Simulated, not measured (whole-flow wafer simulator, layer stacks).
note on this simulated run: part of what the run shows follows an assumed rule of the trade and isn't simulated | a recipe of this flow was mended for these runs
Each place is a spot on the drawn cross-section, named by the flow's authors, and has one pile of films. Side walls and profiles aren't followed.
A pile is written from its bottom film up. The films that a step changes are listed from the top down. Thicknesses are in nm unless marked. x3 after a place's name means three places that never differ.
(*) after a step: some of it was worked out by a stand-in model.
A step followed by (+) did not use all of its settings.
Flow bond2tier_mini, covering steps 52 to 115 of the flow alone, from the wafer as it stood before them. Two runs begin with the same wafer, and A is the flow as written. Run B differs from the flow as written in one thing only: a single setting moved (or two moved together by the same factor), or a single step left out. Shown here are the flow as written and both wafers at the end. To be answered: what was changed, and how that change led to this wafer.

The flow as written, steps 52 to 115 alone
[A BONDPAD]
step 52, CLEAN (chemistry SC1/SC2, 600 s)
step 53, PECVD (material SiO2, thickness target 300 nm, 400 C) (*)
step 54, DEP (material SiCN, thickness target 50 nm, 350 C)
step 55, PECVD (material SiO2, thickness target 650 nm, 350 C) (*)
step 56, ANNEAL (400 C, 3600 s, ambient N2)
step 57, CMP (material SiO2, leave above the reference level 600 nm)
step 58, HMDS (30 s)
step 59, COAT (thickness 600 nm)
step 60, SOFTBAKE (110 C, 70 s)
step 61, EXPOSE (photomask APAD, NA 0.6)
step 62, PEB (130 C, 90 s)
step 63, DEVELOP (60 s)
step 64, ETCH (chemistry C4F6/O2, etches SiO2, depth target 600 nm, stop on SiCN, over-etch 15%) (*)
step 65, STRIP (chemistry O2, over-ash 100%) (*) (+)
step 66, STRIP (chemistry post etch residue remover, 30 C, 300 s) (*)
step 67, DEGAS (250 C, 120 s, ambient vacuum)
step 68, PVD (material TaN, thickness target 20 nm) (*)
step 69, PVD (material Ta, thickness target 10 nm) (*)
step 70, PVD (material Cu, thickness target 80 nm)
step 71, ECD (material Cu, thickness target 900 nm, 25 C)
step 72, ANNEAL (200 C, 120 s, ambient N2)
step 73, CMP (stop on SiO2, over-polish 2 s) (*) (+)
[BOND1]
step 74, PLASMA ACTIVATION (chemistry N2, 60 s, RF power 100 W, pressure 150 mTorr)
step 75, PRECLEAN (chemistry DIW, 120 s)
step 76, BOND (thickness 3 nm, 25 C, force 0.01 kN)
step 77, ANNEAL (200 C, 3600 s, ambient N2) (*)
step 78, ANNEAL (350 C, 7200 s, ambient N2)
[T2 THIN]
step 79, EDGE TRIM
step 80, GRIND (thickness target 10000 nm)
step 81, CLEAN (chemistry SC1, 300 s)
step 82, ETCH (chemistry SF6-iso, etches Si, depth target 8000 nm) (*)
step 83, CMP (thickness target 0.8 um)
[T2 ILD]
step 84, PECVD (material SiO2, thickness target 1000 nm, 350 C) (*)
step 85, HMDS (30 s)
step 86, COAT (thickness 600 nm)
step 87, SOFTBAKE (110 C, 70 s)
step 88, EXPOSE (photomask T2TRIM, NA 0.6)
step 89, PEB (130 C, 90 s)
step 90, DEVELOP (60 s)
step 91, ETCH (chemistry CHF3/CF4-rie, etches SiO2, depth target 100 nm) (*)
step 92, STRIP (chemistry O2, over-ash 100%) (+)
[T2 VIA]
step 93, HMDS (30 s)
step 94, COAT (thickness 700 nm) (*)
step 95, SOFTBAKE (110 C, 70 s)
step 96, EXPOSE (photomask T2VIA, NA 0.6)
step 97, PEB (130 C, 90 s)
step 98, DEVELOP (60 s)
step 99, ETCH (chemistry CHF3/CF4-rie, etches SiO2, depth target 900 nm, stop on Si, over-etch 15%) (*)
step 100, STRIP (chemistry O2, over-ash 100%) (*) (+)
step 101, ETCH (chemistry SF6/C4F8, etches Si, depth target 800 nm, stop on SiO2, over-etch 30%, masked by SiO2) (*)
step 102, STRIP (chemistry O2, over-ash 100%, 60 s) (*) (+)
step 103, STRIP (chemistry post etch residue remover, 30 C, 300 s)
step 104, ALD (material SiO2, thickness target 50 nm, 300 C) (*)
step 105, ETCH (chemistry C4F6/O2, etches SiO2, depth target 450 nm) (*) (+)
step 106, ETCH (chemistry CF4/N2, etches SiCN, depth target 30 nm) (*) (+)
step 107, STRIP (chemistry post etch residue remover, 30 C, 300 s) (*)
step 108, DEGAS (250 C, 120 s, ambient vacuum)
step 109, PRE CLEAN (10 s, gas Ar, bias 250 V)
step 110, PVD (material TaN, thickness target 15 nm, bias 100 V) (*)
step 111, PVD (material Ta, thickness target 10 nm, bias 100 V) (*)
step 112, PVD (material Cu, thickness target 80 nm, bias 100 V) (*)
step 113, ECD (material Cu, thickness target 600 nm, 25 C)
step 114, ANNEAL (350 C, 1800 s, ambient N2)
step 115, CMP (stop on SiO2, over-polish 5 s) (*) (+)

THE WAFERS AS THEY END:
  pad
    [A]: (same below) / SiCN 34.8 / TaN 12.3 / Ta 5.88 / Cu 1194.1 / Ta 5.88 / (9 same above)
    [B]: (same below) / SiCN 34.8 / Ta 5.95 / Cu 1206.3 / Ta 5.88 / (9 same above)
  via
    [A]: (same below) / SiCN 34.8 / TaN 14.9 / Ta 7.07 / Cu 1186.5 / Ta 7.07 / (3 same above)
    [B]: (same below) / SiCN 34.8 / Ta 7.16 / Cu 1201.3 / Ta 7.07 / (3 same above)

The reason: step 68, PVD: material TaN, thickness target 20 nm (*), was skipped.

How this came from the change, step by step:
  step 73, CMP (stop on SiO2, over-polish 2 s) (*) (+)
      field: A -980 Cu (all of it), -10 Ta (all of it), -20 TaN (all of it) | B -980 Cu (all of it), -10 Ta (all of it)
